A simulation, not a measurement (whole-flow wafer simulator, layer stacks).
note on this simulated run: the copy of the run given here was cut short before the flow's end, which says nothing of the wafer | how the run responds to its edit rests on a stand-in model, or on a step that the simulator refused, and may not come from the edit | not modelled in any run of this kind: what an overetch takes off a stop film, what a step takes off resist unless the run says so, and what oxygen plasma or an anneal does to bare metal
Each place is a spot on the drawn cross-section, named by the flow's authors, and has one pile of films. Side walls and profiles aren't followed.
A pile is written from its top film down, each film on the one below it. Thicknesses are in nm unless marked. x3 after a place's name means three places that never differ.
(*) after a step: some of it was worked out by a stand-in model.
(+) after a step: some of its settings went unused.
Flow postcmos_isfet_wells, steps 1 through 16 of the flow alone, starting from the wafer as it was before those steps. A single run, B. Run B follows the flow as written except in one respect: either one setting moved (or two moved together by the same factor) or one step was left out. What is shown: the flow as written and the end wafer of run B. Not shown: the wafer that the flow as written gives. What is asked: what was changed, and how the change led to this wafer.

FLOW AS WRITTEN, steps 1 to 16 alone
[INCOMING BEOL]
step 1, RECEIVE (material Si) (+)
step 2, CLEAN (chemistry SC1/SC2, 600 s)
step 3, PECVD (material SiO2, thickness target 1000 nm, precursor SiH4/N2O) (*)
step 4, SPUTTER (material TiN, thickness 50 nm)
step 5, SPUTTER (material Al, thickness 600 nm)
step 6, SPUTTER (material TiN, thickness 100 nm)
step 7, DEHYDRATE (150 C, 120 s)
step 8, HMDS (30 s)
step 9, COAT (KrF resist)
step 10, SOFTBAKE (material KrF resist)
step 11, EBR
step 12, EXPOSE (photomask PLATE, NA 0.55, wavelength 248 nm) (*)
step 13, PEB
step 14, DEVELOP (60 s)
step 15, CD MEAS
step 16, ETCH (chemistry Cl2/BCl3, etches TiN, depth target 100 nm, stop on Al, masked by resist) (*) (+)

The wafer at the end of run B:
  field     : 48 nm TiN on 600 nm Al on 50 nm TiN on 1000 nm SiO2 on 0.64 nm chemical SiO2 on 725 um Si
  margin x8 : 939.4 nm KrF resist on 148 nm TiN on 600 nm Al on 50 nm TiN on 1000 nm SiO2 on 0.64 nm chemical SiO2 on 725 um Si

What caused this: step 6, SPUTTER: thickness 148 nm was run, while the flow as written has thickness 100 nm.
The wafer lets one read it off: margin x8 has TiN 148, and step 6 as written asks for 100 nm.

How this came from the change, step by step:
  step 6, SPUTTER (material TiN, thickness 100 nm)
      field, margin x8: TiN gains 148 (new film) (it would be, as written: TiN gains 100 (new film))
  step 16, ETCH (chemistry Cl2/BCl3, etches TiN, depth target 100 nm, stop on Al, masked by resist) (*) (+)
      field: TiN loses 100 (it would be, as written: TiN loses 100 (all of it))
